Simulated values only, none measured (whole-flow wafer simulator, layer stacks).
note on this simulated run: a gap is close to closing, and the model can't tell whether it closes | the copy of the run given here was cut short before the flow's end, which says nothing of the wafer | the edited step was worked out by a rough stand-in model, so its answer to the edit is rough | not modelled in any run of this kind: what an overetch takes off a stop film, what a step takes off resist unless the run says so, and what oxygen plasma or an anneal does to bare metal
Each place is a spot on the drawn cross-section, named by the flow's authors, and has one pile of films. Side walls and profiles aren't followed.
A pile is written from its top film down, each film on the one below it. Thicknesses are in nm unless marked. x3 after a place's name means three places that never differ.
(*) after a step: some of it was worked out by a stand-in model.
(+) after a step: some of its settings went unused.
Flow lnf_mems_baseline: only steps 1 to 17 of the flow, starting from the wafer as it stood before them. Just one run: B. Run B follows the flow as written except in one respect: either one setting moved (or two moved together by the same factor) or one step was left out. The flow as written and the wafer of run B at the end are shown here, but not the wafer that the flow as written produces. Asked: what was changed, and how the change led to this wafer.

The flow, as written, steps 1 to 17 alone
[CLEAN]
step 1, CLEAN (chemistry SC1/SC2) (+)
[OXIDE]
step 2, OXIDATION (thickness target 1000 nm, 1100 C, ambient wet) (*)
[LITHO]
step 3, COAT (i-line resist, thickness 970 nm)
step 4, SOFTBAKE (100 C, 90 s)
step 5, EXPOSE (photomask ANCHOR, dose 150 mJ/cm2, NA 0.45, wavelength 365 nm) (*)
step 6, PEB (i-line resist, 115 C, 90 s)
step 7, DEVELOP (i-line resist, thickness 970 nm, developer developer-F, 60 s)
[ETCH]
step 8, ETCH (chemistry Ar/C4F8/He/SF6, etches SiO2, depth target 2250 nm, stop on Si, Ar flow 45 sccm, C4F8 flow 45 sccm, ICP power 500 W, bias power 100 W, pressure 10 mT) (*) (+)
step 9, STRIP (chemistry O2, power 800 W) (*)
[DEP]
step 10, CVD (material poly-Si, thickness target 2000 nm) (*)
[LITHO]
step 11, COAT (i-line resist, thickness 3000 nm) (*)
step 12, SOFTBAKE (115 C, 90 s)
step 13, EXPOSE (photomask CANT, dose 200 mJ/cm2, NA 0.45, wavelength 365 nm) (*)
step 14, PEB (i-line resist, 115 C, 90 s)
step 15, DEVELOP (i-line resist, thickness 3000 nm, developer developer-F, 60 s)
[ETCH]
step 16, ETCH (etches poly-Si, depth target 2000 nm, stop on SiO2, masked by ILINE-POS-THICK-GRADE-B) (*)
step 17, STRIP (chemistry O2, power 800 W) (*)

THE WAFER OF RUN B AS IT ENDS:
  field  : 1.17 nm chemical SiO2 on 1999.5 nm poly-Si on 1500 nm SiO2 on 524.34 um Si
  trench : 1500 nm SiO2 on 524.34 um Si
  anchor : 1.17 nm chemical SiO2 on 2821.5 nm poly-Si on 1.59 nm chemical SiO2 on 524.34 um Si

What caused this: step 2, OXIDATION: thickness target 1500 nm was run, while the flow as written has thickness target 1000 nm.
The wafer itself shows it: field has SiO2 1500, and step 2 as written asks for 1000 nm.

Step by step, how the change led to this:
  step 2, OXIDATION (thickness target 1000 nm, 1100 C, ambient wet) (*)
      field, anchor, beam, trench, char_slit: SiO2 gains 1500 (new film), chemical SiO2 loses 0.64 (all of it), Si loses 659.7 (as written it would have been: SiO2 gains 1000 (new film), chemical SiO2 loses 0.64 (all of it), Si loses 439.7)
  step 8, ETCH (chemistry Ar/C4F8/He/SF6, etches SiO2, depth target 2250 nm, stop on Si, Ar flow 45 sccm, C4F8 flow 45 sccm, ICP power 500 W, bias power 100 W, pressure 10 mT) (*) (+)
      field, beam, trench, char_slit: i-line resist loses 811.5 (as written it would have been: i-line resist loses 561.5)
      anchor: SiO2 loses 1500 (all of it) (as written it would have been: SiO2 loses 1000 (all of it))
  step 9, STRIP (chemistry O2, power 800 W) (*)
      field, beam, trench, char_slit: i-line resist loses 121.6 (all of it) (as written it would have been: i-line resist loses 371.6 (all of it))
  step 10, CVD (material poly-Si, thickness target 2000 nm) (*)
      anchor: poly-Si gains 2822 (new film) (as written it would have been: poly-Si gains 2322 (new film))
